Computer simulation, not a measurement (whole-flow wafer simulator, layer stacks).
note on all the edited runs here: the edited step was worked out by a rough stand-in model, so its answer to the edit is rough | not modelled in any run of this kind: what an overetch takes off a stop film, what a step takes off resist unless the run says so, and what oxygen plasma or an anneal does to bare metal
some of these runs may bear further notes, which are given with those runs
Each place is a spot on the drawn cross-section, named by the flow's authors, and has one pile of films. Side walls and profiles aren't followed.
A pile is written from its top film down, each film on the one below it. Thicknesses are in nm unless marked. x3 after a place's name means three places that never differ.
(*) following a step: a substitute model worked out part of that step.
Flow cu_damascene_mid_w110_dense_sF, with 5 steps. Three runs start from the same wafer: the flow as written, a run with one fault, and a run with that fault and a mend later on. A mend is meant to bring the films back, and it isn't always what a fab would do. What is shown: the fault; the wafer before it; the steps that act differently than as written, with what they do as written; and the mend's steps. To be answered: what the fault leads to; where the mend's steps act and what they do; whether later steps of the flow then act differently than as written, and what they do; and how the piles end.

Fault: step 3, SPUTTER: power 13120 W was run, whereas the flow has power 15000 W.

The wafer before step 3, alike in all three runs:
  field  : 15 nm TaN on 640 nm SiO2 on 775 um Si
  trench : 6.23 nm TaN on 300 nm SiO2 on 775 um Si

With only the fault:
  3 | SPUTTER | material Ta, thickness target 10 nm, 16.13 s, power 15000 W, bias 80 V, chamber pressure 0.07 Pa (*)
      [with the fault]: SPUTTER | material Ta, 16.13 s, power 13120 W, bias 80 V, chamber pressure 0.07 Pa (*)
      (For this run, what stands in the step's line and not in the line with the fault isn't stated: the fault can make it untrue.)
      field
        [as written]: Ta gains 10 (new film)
        [with the fault]: Ta gains 8.75 (new film)
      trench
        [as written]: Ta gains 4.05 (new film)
        [with the fault]: Ta gains 3.45 (new film)
  Later steps of the flow that are run all act as written at every place that is followed, up to a difference of at most 2% or 0.5 nm, whichever is larger.
  The piles end different from the flow's at field, trench by more than 2% or 0.5 nm, whichever is larger.
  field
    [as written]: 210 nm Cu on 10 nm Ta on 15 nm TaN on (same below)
    [with the fault]: 210 nm Cu on 8.75 nm Ta on 15 nm TaN on (same below)
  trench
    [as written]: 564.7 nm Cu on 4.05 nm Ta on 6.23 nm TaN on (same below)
    [with the fault]: 564.1 nm Cu on 3.45 nm Ta on 6.23 nm TaN on (same below)

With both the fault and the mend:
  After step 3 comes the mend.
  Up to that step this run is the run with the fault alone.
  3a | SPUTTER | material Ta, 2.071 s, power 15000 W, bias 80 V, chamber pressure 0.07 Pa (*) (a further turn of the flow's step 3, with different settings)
      field
        Ta gains 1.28
      trench
        Ta gains 0.5
  Later steps of the flow that are run all act as written at every place that is followed, up to a difference of at most 2% or 0.5 nm, whichever is larger.
  The piles end only slightly different from the flow's at the places that both follow, by no more than 2% or 0.5 nm, whichever is larger.
